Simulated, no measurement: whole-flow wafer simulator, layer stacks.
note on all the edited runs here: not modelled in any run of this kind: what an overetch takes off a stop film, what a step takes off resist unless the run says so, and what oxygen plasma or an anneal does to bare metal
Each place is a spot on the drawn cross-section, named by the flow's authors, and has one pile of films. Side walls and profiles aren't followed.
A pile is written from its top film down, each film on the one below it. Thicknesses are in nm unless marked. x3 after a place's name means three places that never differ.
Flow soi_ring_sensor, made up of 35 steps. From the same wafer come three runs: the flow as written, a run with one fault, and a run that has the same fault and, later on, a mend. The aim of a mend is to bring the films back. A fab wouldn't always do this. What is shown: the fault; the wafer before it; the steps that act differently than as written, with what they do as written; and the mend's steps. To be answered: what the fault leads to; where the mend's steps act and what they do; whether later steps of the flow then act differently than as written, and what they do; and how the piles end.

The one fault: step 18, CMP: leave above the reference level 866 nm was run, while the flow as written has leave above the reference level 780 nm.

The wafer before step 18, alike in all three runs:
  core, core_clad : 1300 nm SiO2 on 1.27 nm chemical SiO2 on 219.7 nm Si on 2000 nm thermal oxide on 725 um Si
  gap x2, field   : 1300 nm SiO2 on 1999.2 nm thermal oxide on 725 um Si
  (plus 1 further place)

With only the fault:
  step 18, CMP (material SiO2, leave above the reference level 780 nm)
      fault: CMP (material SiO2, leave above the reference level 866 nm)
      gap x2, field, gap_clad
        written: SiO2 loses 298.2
        fault: SiO2 loses 212.2
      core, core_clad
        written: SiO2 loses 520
        fault: SiO2 loses 434
  Steps later in the flow that act otherwise than as written:
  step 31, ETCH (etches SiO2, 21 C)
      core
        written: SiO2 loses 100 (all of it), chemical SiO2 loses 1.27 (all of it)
        fault: SiO2 loses 186 (all of it), chemical SiO2 loses 1.27 (all of it)
  By the end, the piles at field, core_clad depart from the flow's by more than 2% or 0.5 nm, whichever is larger.
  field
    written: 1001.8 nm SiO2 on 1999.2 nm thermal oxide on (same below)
    fault: 1087.8 nm SiO2 on 1999.2 nm thermal oxide on (same below)
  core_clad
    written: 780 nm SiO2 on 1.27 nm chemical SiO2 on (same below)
    fault: 866 nm SiO2 on 1.27 nm chemical SiO2 on (same below)

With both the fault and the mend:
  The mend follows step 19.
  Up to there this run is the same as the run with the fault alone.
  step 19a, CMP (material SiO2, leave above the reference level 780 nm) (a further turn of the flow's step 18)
      core, gap x2, field, core_clad, gap_clad
        SiO2 loses 86
  Later steps of the flow that are run all act as written at every place that is followed.
  By the end, the piles equal the flow's at every place that both follow.
